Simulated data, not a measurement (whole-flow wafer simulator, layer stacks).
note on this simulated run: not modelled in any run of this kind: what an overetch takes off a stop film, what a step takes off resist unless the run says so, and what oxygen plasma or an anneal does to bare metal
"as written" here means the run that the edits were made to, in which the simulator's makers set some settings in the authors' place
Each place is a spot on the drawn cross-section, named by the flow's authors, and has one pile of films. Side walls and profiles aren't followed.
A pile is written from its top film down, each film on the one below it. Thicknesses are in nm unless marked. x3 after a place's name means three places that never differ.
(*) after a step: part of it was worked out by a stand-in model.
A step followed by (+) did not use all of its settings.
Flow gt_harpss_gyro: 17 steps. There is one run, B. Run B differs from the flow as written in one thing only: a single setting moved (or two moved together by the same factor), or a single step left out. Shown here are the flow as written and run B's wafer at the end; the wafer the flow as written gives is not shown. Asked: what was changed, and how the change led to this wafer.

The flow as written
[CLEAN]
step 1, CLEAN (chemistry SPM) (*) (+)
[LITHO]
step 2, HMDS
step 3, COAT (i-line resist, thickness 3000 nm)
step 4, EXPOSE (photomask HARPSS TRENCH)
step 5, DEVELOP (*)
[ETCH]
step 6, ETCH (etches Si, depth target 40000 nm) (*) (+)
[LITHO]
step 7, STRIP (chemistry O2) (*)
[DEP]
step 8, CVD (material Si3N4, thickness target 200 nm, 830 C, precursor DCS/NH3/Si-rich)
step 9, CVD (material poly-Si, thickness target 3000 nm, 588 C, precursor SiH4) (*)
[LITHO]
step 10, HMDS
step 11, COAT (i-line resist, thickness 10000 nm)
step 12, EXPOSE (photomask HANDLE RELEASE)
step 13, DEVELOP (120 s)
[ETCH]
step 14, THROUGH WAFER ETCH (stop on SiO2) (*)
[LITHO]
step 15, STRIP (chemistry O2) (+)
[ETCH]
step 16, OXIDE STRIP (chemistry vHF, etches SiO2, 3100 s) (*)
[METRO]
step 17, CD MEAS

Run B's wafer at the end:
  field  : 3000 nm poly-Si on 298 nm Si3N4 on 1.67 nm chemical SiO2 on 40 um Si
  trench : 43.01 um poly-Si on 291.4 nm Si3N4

The reason: step 8, CVD: thickness target 298 nm was run, whereas the flow has thickness target 200 nm.
The wafer lets one read it off: field has Si3N4 298, and step 8 as written asks for 200 nm.

How this came from the change, step by step:
  step 8, CVD (material Si3N4, thickness target 200 nm, 830 C, precursor DCS/NH3/Si-rich)
      field: +298 Si3N4 (new film) (in the flow as written it would be: +200 Si3N4 (new film))
      trench: +291.4 Si3N4 (new film) (in the flow as written it would be: +195.9 Si3N4 (new film))
